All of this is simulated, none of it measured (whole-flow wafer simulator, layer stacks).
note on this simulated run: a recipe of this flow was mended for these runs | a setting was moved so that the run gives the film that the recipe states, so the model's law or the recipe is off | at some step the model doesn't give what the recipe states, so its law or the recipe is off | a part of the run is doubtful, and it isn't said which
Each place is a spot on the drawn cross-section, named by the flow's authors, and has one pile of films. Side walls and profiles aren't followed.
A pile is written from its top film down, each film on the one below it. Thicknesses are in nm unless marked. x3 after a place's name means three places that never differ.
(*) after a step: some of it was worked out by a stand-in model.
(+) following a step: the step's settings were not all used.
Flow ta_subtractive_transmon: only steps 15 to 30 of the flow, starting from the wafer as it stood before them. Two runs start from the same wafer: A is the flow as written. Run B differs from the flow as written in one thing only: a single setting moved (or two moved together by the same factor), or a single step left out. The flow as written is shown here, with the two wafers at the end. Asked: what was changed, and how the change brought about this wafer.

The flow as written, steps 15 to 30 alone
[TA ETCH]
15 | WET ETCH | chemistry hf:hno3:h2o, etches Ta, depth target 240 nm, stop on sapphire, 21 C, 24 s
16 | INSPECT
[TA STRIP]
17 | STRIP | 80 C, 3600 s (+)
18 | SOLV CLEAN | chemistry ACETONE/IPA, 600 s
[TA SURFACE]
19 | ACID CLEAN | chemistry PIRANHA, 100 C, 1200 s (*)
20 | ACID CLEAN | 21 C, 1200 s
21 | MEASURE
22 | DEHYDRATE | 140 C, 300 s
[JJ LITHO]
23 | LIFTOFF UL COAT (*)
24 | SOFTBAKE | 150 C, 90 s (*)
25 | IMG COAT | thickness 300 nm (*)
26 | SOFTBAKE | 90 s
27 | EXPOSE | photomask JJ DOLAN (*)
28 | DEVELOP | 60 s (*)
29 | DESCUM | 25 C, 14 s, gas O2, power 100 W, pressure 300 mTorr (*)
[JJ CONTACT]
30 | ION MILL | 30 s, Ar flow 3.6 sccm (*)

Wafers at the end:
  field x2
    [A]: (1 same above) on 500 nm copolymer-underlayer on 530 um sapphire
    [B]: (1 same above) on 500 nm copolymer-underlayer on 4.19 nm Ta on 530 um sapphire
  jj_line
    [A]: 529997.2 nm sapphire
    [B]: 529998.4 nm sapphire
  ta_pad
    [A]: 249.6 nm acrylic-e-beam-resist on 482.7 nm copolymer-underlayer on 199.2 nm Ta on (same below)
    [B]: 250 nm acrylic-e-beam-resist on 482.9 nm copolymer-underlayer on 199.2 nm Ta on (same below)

The reason: step 15, WET ETCH: depth target 195 nm was run, though the flow has depth target 240 nm; step 15, WET ETCH: 19.5 s was run, where the flow has 24 s.

Step by step, how the change led to this:
  15 | WET ETCH | chemistry hf:hno3:h2o, etches Ta, depth target 240 nm, stop on sapphire, 21 C, 24 s
      field x2, jj_line, lead: A -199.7 Ta (all of it) | B -195 Ta
  30 | ION MILL | 30 s, Ar flow 3.6 sccm (*)
      jj_line, lead: A -2.8 sapphire | B -4.19 Ta (all of it), -1.56 sapphire
With metal films that touch counted as one body, field x2 has 1 body; the flow as written gives 0 bodies.
